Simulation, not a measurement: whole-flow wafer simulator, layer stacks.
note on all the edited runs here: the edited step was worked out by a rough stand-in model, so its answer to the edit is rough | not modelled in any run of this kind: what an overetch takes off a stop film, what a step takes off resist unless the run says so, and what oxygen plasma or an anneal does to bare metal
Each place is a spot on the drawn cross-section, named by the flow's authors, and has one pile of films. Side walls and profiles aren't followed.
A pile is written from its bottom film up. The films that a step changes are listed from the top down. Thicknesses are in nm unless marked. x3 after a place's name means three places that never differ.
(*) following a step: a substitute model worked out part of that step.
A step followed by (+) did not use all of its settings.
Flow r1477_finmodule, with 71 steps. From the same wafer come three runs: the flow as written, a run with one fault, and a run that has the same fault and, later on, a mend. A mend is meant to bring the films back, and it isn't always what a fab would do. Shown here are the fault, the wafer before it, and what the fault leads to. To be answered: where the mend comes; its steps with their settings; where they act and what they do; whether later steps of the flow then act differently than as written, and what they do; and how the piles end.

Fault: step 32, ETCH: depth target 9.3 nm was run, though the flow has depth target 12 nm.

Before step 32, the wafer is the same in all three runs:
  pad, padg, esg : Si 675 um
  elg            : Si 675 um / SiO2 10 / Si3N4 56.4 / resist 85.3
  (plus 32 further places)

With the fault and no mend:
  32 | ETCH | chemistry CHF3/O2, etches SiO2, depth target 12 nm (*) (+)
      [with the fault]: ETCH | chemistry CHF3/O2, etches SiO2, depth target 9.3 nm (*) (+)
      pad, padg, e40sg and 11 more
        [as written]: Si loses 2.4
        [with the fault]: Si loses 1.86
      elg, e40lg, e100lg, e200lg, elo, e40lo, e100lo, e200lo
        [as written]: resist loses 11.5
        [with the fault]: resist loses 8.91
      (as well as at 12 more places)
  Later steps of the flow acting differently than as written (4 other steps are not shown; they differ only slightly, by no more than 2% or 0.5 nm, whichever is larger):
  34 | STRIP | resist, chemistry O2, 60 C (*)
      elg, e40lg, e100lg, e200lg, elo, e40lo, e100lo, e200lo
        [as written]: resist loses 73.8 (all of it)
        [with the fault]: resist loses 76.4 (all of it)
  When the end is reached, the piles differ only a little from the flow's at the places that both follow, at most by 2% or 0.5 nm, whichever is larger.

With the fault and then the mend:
  The mend follows step 32.
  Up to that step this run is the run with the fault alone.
  32a | ETCH | chemistry CHF3/O2, etches SiO2, depth target 2.7 nm (*) (a further turn of the flow's step 32, with different settings)
      pad, padg, e40sg and 11 more
        Si loses 0.54
      elg, e40lg, e100lg, e200lg, elo, e40lo, e100lo, e200lo
        resist loses 2.59
      s40sg_line, s45sg_line, s50sg_line, s40so_line, s45so_line, s50so_line
        SiO2 loses 2.7
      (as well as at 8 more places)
  None of the later steps of the flow differs from how it acts as written, at any place that is followed, by more than 2% or 0.5 nm, whichever is larger.
  When the end is reached, the piles differ only a little from the flow's at the places that both follow, at most by 2% or 0.5 nm, whichever is larger.
